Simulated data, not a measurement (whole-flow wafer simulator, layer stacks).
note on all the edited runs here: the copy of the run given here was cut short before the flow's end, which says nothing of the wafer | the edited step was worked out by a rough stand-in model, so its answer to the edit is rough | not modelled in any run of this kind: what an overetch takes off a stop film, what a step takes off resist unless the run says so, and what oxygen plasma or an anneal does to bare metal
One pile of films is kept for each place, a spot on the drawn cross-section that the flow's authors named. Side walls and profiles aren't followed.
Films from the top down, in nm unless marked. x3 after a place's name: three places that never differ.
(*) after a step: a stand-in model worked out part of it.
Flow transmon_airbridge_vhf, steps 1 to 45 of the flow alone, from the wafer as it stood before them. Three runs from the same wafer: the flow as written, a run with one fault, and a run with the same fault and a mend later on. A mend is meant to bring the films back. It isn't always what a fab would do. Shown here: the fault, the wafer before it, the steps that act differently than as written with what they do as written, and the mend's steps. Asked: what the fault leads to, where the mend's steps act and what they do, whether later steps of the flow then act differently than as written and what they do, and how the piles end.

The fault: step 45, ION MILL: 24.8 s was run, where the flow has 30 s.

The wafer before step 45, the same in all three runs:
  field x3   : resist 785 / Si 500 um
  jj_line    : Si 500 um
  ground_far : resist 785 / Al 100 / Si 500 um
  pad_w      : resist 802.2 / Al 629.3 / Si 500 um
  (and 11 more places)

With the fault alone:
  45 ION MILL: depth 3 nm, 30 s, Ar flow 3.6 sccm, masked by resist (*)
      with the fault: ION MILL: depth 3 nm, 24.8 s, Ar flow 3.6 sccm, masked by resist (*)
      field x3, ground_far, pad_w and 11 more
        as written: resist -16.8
        with the fault: resist -13.9
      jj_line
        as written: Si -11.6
        with the fault: Si -9.62
  No later step of the flow acts differently than as written at any place that is followed.
  At the end the piles differ from the flow's only slightly at the places that both follow, by at most 2% or 0.5 nm, whichever is larger.

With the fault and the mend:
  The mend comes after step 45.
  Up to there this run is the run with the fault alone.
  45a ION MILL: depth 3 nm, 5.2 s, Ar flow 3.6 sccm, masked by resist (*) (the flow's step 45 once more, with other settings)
      field x3, ground_far, pad_w and 11 more
        resist -2.91
      jj_line
        Si -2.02
  No later step of the flow acts differently than as written at any place that is followed.
  At the end the piles are the same as the flow's at every place that both follow.
